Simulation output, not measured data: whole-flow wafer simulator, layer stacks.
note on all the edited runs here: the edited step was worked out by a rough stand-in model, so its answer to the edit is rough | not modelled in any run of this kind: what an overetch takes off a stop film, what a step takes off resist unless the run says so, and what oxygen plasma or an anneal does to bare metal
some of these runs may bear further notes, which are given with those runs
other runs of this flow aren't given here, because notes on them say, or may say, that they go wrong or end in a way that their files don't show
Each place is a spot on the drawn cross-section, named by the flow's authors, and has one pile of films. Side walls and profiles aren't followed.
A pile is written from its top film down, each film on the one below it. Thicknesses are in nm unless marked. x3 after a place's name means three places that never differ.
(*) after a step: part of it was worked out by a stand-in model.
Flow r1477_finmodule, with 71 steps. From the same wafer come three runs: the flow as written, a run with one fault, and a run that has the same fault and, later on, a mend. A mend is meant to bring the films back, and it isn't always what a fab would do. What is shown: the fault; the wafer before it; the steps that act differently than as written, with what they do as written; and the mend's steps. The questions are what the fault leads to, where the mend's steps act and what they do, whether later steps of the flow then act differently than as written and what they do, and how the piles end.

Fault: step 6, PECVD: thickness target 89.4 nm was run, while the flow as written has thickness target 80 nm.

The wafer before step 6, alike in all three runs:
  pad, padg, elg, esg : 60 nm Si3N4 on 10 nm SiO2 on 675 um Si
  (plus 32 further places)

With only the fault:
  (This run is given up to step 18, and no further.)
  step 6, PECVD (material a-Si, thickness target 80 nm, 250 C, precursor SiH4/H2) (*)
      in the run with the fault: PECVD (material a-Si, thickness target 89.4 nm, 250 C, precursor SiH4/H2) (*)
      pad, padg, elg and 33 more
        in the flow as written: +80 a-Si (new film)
        in the run with the fault: +89.4 a-Si (new film)
  Later steps of the flow acting differently than as written:
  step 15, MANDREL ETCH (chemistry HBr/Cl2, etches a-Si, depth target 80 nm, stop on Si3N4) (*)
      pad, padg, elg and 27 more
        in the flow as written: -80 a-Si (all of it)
        in the run with the fault: -80 a-Si
  After step 18, at pad, padg, elg and 33 more, the piles differ from the flow's by more than 2% or 0.5 nm, whichever is larger.
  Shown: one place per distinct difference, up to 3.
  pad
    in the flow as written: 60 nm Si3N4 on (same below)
    in the run with the fault: 9.4 nm a-Si on 60 nm Si3N4 on (same below)
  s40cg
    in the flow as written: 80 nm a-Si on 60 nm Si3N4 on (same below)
    in the run with the fault: 89.4 nm a-Si on 60 nm Si3N4 on (same below)

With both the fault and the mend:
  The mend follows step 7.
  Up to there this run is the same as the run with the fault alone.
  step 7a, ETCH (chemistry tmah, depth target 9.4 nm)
      pad, padg, elg and 33 more
        -9.4 a-Si
  None of the later steps of the flow acts differently than as written at any place that is followed.
  The piles end the same as the flow's at every place that both follow.
